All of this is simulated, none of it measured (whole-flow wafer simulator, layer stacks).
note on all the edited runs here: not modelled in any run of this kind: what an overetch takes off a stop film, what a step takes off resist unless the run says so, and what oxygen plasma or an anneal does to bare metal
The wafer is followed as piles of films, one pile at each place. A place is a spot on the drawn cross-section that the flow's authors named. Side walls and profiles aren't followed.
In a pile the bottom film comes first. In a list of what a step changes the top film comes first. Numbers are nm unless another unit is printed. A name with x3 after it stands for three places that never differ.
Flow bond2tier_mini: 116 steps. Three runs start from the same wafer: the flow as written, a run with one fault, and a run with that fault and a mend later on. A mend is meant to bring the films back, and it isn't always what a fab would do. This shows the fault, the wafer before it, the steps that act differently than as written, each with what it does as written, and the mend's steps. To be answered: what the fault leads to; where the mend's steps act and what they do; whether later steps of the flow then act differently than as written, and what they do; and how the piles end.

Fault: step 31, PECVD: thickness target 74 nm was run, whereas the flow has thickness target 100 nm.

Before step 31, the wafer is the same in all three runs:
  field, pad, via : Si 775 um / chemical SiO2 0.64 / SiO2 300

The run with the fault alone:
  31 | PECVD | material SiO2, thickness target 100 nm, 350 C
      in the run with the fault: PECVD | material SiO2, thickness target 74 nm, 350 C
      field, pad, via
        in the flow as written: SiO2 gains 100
        in the run with the fault: SiO2 gains 74
  Every later step of the flow that is run acts as written at every place that is followed.
  By the end, the piles at field, pad depart from the flow's by more than 2% or 0.5 nm, whichever is larger.
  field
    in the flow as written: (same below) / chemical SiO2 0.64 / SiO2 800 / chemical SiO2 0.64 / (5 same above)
    in the run with the fault: (same below) / chemical SiO2 0.64 / SiO2 774 / chemical SiO2 0.64 / (5 same above)
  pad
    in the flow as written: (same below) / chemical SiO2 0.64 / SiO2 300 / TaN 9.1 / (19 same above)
    in the run with the fault: (same below) / chemical SiO2 0.64 / SiO2 274 / TaN 9.1 / (19 same above)

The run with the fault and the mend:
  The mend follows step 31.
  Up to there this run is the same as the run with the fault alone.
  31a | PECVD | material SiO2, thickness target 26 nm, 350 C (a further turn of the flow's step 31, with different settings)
      field, pad, via
        SiO2 gains 26
  Every later step of the flow that is run acts as written at every place that is followed.
  The piles end the same as the flow's at every place that both follow.
